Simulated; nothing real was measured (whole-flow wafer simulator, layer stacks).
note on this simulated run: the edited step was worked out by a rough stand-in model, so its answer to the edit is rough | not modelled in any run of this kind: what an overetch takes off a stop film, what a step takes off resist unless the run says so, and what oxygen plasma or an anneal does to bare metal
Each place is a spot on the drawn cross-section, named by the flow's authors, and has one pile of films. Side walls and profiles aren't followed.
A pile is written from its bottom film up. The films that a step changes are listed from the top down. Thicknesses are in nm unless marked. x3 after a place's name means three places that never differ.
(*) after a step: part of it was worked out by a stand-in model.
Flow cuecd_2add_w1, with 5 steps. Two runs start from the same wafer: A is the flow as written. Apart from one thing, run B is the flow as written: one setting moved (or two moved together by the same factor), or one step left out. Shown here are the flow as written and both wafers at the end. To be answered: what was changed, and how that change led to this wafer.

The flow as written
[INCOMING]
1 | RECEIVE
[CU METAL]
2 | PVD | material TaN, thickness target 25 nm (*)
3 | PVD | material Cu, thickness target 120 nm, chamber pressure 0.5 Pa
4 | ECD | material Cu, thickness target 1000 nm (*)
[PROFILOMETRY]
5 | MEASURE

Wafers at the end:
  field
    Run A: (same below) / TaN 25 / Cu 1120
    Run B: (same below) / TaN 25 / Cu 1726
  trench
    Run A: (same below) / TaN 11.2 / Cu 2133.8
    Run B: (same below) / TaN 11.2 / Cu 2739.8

The reason: step 4, ECD: thickness target 1606 nm was run, whereas the flow has thickness target 1000 nm.

Step by step, how the change led to this:
  4 | ECD | material Cu, thickness target 1000 nm (*)
      field: A Cu gains 1000 | B Cu gains 1606
      trench: A Cu gains 2080.2 | B Cu gains 2686.2
